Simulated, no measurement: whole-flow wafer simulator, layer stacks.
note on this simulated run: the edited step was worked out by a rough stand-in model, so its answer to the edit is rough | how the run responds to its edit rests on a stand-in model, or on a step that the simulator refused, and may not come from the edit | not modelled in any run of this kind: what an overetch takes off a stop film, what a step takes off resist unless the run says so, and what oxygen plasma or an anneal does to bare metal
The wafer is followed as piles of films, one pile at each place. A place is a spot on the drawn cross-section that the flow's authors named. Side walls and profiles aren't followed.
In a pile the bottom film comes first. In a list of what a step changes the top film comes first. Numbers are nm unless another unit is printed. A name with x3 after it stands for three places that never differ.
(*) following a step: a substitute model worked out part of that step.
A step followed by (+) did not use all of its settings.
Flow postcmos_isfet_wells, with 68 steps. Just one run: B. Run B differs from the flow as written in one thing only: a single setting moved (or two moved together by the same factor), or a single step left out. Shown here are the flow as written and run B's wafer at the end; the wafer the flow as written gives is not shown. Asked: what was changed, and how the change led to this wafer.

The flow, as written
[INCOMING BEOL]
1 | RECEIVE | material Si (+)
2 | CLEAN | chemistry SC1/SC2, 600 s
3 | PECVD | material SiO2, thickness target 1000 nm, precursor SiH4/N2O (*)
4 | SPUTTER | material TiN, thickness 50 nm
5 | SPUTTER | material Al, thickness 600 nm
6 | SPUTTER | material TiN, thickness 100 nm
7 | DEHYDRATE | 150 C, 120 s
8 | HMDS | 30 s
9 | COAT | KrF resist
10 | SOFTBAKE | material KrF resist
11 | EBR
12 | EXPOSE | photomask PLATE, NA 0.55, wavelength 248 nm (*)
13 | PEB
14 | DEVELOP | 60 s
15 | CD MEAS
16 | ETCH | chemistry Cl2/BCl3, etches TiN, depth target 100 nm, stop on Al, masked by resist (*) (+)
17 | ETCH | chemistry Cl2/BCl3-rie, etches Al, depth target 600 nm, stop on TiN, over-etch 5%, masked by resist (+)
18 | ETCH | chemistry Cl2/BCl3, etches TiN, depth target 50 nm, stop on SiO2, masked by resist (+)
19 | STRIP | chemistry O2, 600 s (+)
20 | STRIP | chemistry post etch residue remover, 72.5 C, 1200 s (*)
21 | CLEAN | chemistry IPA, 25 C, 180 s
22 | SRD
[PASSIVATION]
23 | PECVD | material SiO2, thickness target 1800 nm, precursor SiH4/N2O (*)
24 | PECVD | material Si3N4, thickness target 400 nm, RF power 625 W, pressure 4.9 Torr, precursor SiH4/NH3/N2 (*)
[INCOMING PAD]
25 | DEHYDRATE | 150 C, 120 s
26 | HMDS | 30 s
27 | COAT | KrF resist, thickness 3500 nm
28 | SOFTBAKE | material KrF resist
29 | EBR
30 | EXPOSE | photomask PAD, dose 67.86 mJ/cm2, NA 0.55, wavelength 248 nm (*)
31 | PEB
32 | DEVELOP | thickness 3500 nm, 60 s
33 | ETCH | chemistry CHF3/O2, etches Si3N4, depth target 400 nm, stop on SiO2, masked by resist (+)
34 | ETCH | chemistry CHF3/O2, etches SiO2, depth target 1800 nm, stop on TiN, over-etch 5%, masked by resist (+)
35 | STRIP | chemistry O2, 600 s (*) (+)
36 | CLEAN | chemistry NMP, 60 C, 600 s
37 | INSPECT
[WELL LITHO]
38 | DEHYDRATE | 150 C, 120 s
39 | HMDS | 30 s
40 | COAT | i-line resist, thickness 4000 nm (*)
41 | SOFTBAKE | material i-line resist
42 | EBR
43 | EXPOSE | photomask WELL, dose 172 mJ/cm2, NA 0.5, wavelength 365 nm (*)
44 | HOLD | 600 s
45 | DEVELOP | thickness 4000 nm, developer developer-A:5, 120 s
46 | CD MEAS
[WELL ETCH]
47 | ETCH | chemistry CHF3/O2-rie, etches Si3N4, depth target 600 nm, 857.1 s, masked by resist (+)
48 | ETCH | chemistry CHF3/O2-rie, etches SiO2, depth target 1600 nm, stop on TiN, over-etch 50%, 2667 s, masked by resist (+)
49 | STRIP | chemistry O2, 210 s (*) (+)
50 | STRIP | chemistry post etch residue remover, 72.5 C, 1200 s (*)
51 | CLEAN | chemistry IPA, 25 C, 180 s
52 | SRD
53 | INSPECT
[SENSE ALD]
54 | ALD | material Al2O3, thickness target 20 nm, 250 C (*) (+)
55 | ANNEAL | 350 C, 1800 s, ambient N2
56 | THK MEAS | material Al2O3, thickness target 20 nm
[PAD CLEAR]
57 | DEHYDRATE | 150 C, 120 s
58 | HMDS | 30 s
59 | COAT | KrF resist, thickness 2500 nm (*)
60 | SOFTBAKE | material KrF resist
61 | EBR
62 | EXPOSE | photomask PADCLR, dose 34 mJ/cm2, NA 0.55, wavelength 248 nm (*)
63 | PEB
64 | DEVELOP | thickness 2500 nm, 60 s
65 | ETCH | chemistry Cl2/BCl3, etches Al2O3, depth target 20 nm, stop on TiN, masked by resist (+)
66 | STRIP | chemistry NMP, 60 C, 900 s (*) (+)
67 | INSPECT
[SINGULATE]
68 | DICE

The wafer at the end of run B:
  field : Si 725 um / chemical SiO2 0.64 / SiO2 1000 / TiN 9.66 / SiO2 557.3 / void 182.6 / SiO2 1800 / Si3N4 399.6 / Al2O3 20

What caused this: step 16, ETCH: depth target 85 nm was run, whereas the flow has depth target 100 nm.

How this came from the change, step by step:
  16 | ETCH | chemistry Cl2/BCl3, etches TiN, depth target 100 nm, stop on Al, masked by resist (*) (+)
      field: TiN loses 85 (as written it would have been: TiN loses 100 (all of it))
      margin, well900, well1300 x3, pad_rim, pad_clr, pad_open: KrF resist loses 34 (as written it would have been: KrF resist loses 40)
  17 | ETCH | chemistry Cl2/BCl3-rie, etches Al, depth target 600 nm, stop on TiN, over-etch 5%, masked by resist (+)
      field: TiN loses 15 (all of it), Al loses 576 (as written it would have been: Al loses 600 (all of it))
  18 | ETCH | chemistry Cl2/BCl3, etches TiN, depth target 50 nm, stop on SiO2, masked by resist (+)
      field: Al loses 24 (all of it), TiN loses 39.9 (as written it would have been: TiN loses 50 (all of it))
  23 | PECVD | material SiO2, thickness target 1800 nm, precursor SiH4/N2O (*)
      field: SiO2 gains 1800 (new film), void gains 182.6 (new film), SiO2 gains 557.3 (new film) (as written it would have been: SiO2 gains 1800 (new film), void gains 189.9 (new film), SiO2 gains 559.7)
With metal films that touch counted as one body, field has 1 body; the flow as written gives 0 bodies.
